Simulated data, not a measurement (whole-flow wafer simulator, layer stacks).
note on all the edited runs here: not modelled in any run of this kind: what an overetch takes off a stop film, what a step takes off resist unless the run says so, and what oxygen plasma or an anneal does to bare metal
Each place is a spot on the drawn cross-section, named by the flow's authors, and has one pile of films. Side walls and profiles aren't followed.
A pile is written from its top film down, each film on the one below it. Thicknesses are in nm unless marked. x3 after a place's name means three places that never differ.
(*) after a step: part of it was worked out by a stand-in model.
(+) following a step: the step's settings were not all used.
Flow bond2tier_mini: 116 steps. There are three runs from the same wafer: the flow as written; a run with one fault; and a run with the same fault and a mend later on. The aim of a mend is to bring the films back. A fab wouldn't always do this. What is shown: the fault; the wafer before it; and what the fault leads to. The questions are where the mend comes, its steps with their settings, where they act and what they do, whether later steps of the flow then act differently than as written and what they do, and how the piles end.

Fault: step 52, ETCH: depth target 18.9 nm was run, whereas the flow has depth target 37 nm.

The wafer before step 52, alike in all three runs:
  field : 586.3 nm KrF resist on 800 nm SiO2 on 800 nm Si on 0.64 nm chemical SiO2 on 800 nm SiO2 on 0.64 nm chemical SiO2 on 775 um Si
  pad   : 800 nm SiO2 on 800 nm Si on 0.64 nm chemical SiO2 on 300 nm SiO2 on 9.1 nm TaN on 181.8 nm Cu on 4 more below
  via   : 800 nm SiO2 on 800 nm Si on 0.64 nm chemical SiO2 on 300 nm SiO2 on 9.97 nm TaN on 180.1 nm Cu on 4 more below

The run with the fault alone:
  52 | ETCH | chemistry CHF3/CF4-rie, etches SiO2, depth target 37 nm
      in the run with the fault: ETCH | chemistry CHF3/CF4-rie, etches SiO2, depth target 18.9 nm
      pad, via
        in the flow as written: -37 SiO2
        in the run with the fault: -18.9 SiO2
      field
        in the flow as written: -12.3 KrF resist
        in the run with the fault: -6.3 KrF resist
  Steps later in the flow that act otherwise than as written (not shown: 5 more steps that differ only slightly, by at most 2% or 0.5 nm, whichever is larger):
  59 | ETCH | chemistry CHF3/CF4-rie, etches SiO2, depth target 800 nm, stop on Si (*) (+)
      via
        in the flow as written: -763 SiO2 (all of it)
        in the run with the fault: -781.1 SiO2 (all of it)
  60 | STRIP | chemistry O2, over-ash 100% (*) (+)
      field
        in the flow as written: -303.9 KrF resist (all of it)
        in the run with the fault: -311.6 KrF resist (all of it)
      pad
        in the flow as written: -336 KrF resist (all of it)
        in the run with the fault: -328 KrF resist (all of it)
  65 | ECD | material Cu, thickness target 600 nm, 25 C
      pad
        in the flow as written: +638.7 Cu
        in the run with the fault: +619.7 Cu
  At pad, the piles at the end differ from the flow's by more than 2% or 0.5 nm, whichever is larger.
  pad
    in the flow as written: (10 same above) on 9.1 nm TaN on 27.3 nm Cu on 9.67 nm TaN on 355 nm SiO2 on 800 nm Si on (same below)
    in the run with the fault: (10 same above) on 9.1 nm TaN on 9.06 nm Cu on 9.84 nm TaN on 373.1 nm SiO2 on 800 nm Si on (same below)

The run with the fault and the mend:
  The mend stands after step 52.
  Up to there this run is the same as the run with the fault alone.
  52a | ETCH | chemistry CHF3/CF4-rie, etches SiO2, depth target 18.1 nm (the flow's step 52 again, with other settings)
      pad, via
        -18.1 SiO2
      field
        -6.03 KrF resist
  Every later step of the flow that is run acts as written at every place that is followed.
  At every place that both follow, the piles at the end match the flow's.
